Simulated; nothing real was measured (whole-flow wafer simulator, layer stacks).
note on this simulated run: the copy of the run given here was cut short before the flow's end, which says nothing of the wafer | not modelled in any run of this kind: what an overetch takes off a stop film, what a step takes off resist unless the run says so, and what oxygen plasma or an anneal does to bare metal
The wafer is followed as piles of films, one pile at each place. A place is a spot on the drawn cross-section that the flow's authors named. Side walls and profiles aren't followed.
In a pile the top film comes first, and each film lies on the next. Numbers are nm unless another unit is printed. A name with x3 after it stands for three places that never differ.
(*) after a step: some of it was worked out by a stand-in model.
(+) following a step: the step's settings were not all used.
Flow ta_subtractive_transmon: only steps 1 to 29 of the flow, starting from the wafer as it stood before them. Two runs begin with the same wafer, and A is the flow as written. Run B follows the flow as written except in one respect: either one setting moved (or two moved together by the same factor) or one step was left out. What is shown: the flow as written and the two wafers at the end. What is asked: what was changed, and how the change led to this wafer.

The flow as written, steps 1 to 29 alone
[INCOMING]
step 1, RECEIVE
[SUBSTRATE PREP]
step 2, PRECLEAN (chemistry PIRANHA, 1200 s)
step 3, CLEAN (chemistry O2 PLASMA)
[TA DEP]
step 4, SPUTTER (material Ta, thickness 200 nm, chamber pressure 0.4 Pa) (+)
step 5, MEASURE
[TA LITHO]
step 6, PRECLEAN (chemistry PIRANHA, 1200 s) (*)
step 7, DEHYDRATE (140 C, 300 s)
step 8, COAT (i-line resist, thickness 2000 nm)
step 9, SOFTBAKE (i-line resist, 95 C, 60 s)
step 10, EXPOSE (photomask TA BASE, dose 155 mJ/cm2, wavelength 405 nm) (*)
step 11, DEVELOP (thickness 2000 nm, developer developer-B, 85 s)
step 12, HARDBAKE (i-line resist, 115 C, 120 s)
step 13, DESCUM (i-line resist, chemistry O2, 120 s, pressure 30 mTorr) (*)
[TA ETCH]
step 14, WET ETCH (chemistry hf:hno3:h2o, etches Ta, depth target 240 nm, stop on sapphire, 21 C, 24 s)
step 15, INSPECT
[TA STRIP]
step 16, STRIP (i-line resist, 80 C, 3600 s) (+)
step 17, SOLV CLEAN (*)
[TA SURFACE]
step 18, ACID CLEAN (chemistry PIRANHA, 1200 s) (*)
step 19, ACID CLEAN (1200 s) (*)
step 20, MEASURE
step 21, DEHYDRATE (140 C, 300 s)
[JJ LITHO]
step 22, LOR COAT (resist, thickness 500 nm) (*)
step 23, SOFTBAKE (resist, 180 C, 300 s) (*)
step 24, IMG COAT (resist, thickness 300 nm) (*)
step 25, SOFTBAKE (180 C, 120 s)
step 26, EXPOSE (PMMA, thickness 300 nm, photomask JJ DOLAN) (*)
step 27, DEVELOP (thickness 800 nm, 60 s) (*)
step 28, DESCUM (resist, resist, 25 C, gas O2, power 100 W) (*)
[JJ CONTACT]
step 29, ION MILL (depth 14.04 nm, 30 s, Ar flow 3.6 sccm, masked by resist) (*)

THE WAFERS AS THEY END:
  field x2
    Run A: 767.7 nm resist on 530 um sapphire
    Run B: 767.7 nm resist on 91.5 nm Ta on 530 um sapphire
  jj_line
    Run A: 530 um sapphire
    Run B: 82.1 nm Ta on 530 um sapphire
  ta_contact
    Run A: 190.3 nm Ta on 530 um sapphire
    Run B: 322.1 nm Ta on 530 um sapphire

What caused this: step 4, SPUTTER: thickness 331.8 nm was run, whereas the flow has thickness 200 nm.

The path from the change to this, step by step:
  step 4, SPUTTER (material Ta, thickness 200 nm, chamber pressure 0.4 Pa) (+)
      field x2, jj_line, lead, ta_contact, ta_pad: A Ta gains 200 (new film) | B Ta gains 331.8 (new film)
  step 14, WET ETCH (chemistry hf:hno3:h2o, etches Ta, depth target 240 nm, stop on sapphire, 21 C, 24 s)
      field x2, jj_line, lead: A Ta loses 200 (all of it) | B Ta loses 240
  step 22, LOR COAT (resist, thickness 500 nm) (*)
      ta_contact: A resist gains 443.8 (new film) | B resist gains 433.7 (new film)
  step 29, ION MILL (depth 14.04 nm, 30 s, Ar flow 3.6 sccm, masked by resist) (*)
      jj_line, lead: A sapphire loses 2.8 | B Ta loses 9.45
With metal films that touch counted as one body, field x2 has 1 body; the flow as written gives 0 bodies.
With metal films that touch counted as one body, jj_line has 1 body; the flow as written gives 0 bodies.
